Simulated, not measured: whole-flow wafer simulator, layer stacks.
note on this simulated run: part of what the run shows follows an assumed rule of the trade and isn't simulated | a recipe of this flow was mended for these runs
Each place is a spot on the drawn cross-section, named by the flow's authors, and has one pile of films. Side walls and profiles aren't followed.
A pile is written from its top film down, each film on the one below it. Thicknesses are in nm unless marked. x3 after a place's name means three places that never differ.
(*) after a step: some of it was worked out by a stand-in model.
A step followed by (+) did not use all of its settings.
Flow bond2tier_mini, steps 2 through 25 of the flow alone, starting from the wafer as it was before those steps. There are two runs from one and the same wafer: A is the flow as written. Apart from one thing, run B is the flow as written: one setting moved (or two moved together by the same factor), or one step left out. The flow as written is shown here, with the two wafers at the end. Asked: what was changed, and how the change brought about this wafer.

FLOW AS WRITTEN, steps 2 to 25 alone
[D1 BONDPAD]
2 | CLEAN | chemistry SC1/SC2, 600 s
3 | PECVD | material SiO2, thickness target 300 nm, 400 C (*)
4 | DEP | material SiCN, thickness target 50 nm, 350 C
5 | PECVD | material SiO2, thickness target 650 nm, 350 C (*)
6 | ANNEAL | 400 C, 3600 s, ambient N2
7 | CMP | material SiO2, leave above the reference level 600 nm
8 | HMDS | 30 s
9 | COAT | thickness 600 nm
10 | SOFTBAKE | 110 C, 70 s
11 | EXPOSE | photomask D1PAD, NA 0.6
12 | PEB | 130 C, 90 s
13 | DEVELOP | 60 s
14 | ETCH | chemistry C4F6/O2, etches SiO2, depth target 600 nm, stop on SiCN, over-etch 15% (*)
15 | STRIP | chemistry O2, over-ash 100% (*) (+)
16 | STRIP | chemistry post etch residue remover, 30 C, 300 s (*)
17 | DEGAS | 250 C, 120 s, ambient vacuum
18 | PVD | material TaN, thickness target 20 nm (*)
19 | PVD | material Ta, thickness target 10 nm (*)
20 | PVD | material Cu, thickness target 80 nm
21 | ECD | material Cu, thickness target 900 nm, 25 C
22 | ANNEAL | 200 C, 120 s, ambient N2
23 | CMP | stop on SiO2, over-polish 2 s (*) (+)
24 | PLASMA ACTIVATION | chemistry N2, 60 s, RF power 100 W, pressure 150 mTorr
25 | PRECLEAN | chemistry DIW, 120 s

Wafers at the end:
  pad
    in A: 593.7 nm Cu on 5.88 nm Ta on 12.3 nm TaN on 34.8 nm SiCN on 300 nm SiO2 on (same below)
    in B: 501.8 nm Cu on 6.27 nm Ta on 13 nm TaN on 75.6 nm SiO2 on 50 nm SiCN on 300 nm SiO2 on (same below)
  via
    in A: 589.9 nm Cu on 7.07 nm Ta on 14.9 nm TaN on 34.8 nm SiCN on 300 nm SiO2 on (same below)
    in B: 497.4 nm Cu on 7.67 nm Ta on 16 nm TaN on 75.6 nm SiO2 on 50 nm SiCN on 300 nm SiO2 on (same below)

Cause: step 14, ETCH: depth target 456 nm was run, while the flow as written has depth target 600 nm.

How this came from the change, step by step:
  14 | ETCH | chemistry C4F6/O2, etches SiO2, depth target 600 nm, stop on SiCN, over-etch 15% (*)
      pad, via: A -600 SiO2 (all of it), -15.2 SiCN | B -524.4 SiO2
      field: A -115 thick-KrF-resist | B -87.4 thick-KrF-resist
  15 | STRIP | chemistry O2, over-ash 100% (*) (+)
      field: A -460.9 thick-KrF-resist (all of it) | B -488.5 thick-KrF-resist (all of it)
  18 | PVD | material TaN, thickness target 20 nm (*)
      pad: A +12.3 TaN (new film) | B +13 TaN (new film)
      via: A +14.9 TaN (new film) | B +16 TaN (new film)
  19 | PVD | material Ta, thickness target 10 nm (*)
      via: A +7.07 Ta (new film) | B +7.67 Ta (new film)
  20 | PVD | material Cu, thickness target 80 nm
      pad: A +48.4 Cu (new film) | B +51.4 Cu (new film)
      via: A +59 Cu (new film) | B +63.5 Cu (new film)
  21 | ECD | material Cu, thickness target 900 nm, 25 C
      pad: A +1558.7 Cu | B +1463.7 Cu
      via: A +1544.3 Cu | B +1447.3 Cu
